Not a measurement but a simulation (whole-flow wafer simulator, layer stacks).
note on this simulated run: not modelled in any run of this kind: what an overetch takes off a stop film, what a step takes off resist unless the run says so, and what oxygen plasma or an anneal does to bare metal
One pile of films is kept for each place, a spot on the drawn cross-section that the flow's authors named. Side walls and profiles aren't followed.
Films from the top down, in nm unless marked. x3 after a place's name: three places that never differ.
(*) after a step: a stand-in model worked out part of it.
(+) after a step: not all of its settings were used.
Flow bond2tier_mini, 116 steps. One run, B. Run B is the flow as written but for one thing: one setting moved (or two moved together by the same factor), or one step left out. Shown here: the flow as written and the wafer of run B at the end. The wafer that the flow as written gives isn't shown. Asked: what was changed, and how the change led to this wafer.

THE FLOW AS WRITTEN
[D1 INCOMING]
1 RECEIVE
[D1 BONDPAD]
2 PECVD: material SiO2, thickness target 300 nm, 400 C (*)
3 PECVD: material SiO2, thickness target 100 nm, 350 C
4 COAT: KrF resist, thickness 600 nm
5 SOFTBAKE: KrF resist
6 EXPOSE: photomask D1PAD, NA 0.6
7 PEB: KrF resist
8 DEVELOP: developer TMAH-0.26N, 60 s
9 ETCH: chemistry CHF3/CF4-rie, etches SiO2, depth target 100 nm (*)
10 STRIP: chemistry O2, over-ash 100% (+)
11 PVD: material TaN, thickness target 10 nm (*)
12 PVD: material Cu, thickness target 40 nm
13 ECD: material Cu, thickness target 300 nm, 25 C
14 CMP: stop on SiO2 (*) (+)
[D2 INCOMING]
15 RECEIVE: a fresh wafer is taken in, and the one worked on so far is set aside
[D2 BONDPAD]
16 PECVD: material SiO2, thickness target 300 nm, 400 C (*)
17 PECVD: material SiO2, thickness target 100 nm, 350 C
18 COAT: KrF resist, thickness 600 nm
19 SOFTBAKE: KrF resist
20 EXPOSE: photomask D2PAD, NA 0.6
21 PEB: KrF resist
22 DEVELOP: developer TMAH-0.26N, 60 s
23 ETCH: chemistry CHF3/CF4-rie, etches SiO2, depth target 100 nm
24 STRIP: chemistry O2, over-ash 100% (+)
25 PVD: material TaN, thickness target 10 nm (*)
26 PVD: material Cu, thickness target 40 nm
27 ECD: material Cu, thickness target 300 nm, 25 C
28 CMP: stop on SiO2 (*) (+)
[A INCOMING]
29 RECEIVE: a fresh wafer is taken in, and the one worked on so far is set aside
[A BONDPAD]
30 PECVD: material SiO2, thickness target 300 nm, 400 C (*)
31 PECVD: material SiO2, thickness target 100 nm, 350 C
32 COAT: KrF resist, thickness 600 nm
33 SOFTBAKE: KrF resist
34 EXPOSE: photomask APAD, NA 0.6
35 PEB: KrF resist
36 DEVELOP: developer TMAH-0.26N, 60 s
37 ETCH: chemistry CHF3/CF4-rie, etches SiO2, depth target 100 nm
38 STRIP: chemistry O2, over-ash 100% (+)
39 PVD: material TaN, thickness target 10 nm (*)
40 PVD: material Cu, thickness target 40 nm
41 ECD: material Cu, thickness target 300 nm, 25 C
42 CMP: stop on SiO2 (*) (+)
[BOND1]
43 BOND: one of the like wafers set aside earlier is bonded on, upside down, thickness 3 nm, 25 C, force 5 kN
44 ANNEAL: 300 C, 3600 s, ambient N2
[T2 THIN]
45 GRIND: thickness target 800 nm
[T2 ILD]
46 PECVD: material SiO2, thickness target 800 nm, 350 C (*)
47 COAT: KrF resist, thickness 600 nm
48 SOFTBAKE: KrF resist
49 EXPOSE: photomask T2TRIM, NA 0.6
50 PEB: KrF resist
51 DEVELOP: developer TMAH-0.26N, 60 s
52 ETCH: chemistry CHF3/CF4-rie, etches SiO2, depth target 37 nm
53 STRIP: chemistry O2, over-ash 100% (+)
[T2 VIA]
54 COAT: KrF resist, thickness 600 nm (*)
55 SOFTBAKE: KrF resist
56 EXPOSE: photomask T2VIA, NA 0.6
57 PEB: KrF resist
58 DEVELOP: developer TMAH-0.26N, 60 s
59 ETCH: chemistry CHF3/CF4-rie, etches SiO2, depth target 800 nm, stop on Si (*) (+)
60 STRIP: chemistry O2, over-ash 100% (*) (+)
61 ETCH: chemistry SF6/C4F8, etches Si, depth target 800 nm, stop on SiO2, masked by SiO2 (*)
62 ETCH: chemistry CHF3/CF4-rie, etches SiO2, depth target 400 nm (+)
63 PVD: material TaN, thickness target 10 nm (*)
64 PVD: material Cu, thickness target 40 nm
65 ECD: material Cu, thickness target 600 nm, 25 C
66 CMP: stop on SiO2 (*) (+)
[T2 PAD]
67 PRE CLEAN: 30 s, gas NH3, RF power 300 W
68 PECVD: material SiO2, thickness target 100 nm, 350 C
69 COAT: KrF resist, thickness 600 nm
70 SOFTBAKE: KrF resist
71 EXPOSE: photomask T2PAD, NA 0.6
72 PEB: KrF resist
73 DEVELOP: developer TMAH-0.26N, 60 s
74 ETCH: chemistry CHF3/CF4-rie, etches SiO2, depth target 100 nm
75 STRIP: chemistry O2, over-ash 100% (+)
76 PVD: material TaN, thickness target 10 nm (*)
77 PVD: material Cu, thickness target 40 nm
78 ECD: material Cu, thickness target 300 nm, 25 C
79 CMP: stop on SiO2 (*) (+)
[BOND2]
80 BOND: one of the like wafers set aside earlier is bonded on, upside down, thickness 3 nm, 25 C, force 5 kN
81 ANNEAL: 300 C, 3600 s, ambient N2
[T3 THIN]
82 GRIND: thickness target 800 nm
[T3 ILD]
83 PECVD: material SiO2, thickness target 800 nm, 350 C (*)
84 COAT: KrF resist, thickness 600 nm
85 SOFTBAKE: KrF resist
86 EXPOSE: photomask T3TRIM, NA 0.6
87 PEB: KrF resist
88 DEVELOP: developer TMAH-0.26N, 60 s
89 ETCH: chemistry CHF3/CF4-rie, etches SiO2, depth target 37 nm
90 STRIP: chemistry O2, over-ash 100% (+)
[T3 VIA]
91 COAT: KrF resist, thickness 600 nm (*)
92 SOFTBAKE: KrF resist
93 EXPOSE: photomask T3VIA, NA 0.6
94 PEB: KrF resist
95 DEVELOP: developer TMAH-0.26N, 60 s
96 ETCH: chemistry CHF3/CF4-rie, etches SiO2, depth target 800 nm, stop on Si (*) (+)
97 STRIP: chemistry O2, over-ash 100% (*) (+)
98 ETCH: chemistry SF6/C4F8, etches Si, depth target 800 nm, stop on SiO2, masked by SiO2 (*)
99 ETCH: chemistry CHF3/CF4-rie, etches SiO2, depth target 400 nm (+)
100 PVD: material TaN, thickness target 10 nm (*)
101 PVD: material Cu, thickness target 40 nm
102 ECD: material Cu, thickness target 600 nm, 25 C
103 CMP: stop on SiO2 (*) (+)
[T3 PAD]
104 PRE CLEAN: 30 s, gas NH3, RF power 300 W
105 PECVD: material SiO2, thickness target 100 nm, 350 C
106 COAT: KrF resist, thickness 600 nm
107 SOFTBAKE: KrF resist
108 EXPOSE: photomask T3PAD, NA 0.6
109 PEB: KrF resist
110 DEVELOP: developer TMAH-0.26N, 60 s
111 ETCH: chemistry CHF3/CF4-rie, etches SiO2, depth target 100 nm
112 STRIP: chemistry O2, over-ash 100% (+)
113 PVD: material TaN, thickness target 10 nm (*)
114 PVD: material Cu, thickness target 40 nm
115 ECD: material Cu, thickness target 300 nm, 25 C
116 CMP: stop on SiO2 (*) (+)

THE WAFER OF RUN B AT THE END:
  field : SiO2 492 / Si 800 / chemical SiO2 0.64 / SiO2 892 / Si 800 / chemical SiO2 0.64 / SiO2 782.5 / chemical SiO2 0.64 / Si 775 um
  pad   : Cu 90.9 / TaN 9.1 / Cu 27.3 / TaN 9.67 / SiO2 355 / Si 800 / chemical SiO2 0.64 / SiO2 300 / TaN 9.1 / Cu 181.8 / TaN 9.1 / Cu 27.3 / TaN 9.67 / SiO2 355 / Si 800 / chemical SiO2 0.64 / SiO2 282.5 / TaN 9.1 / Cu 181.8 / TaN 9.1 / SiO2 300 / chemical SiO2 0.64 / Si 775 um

The cause: step 3, PECVD: thickness target 82.5 nm was run, where the flow has thickness target 100 nm.

How the change led to this, step by step:
  3 PECVD: material SiO2, thickness target 100 nm, 350 C
      field, pad, via: SiO2 +82.5 (as written it would be: SiO2 +100)
  43 BOND: one of the like wafers set aside earlier is bonded on, upside down, thickness 3 nm, 25 C, force 5 kN
      field: Si +775 um (new film), chemical SiO2 +0.64 (new film), SiO2 +382.5 (as written it would be: Si +775 um (new film), chemical SiO2 +0.64 (new film), SiO2 +400)
      pad: Si +775 um (new film), chemical SiO2 +0.64 (new film), SiO2 +282.5 (new film), TaN +9.1 (new film), Cu +90.9 (as written it would be: Si +775 um (new film), chemical SiO2 +0.64 (new film), SiO2 +300 (new film), TaN +9.1 (new film), Cu +90.9)
      (and at 1 more place)
